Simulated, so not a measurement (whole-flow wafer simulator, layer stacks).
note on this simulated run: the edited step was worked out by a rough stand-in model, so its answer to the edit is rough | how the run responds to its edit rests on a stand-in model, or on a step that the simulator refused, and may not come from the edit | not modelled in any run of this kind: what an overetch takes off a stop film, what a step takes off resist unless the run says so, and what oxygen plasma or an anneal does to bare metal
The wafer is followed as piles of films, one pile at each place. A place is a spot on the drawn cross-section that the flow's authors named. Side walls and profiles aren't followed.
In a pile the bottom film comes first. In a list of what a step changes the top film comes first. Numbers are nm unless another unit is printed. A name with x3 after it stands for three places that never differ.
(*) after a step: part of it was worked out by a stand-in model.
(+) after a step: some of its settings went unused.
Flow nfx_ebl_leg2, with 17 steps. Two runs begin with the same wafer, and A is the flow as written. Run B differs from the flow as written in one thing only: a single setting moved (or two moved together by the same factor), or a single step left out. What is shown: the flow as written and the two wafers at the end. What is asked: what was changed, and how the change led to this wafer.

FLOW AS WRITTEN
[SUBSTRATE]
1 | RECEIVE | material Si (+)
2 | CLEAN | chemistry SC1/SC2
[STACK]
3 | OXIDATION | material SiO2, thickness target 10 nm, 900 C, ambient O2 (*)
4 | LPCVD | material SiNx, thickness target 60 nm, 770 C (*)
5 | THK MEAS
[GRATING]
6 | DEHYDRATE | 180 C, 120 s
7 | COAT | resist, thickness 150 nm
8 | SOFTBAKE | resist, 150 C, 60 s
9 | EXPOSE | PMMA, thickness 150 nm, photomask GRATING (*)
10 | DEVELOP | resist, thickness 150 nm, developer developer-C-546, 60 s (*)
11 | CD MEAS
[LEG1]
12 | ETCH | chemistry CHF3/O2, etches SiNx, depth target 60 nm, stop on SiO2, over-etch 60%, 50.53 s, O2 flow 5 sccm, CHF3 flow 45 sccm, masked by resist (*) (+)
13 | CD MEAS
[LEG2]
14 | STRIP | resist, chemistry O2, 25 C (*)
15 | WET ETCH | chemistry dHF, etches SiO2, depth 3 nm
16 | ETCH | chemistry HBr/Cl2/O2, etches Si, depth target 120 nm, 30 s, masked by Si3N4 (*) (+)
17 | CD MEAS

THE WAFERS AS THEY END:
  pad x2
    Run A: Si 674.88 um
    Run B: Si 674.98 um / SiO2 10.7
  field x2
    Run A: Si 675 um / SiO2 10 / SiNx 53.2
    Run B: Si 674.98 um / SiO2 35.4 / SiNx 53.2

Cause: step 3, OXIDATION: 1035 C was run, while the flow as written has 900 C.

The path from the change to this, step by step:
  3 | OXIDATION | material SiO2, thickness target 10 nm, 900 C, ambient O2 (*)
      field x2, pad x2: A SiO2 gains 10 (new film), chemical SiO2 loses 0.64 (all of it), Si loses 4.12 | B SiO2 gains 35.4 (new film), chemical SiO2 loses 0.64 (all of it), Si loses 15.3
  12 | ETCH | chemistry CHF3/O2, etches SiNx, depth target 60 nm, stop on SiO2, over-etch 60%, 50.53 s, O2 flow 5 sccm, CHF3 flow 45 sccm, masked by resist (*) (+)
      pad x2: A SiNx loses 60 (all of it), SiO2 loses 10 (all of it) | B SiNx loses 60 (all of it), SiO2 loses 18
  14 | STRIP | resist, chemistry O2, 25 C (*)
      pad x2: A chemical SiO2 gains 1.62 (new film), Si loses 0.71 | B nothing
  15 | WET ETCH | chemistry dHF, etches SiO2, depth 3 nm
      pad x2: A chemical SiO2 loses 1.62 (all of it) | B SiO2 loses 3
  16 | ETCH | chemistry HBr/Cl2/O2, etches Si, depth target 120 nm, 30 s, masked by Si3N4 (*) (+)
      pad x2: A Si loses 120 | B SiO2 loses 3.75
